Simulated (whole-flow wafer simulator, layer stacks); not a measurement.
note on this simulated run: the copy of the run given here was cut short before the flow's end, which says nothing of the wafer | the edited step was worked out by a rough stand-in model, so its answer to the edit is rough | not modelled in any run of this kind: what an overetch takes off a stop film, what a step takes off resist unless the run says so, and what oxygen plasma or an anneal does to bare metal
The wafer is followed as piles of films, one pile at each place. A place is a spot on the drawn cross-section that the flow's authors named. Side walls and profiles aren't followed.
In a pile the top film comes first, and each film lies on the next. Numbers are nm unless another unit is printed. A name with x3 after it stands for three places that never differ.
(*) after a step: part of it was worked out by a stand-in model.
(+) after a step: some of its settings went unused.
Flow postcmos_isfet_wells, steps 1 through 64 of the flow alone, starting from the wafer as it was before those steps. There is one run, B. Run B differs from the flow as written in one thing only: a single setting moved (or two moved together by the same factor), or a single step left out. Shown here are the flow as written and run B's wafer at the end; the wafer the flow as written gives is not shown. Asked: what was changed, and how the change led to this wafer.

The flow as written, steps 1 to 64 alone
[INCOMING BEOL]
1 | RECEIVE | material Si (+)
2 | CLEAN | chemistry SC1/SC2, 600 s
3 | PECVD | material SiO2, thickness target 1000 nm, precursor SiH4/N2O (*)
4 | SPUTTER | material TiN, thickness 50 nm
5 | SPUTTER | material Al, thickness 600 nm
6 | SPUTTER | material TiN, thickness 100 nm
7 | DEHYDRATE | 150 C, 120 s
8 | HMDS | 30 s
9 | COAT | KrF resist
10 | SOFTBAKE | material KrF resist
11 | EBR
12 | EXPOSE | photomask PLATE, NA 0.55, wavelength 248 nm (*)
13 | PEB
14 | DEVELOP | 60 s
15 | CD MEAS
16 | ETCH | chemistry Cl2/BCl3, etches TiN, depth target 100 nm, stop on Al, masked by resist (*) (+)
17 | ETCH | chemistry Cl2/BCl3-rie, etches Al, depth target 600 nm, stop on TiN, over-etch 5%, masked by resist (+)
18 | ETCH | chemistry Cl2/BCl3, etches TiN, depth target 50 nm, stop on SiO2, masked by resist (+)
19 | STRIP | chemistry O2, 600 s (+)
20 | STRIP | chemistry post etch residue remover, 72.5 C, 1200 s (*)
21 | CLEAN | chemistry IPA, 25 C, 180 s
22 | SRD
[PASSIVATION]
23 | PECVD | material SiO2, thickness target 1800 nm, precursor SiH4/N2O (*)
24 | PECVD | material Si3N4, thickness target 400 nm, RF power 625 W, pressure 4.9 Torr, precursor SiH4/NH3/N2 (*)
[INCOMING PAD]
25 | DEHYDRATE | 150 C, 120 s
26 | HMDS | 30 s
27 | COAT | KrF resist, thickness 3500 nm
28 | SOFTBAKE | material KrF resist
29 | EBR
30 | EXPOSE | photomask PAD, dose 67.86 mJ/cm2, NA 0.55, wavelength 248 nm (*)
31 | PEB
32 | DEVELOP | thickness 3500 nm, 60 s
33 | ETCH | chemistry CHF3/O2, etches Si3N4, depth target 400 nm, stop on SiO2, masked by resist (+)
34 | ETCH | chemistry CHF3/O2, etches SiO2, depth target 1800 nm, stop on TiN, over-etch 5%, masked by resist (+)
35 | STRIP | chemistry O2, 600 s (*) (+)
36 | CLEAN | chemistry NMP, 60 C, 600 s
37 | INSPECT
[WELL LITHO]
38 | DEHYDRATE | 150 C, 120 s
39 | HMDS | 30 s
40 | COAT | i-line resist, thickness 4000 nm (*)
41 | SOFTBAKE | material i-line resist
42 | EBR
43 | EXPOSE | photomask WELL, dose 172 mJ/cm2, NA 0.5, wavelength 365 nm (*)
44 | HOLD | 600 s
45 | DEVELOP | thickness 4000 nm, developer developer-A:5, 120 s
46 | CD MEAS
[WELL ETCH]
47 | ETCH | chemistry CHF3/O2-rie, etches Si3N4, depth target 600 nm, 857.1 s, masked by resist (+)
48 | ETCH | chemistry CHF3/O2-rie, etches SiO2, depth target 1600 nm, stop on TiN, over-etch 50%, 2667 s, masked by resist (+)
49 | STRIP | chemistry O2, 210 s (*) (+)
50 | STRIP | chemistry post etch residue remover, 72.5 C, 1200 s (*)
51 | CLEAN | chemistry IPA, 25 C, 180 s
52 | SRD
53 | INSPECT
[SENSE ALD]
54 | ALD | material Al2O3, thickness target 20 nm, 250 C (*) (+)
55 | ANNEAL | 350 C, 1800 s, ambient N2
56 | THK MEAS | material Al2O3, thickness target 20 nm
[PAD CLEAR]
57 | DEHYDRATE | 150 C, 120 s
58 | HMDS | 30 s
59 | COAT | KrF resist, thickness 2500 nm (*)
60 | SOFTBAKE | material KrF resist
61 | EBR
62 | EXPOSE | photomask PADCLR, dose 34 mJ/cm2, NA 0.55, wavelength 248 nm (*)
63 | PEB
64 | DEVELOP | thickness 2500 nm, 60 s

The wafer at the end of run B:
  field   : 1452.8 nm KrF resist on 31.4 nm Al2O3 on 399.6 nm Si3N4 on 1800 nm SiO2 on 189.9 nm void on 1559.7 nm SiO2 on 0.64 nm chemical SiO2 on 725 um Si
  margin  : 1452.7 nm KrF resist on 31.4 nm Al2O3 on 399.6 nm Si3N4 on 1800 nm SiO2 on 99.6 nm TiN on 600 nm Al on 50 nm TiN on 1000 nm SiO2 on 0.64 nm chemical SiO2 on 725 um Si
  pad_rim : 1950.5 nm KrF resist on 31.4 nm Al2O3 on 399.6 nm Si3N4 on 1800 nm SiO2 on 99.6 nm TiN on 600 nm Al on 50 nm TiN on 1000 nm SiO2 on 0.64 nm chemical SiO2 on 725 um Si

Cause: step 54, ALD: thickness target 31.4 nm was run, while the flow as written has thickness target 20 nm.
The wafer itself shows it: field has Al2O3 31.4, and step 54 as written asks for 20 nm.

Step by step, how the change led to this:
  54 | ALD | material Al2O3, thickness target 20 nm, 250 C (*) (+)
      field, margin, well900, well1300 x3, pad_rim, pad_clr, pad_open: Al2O3 gains 31.4 (new film) (it would be, as written: Al2O3 gains 20 (new film))
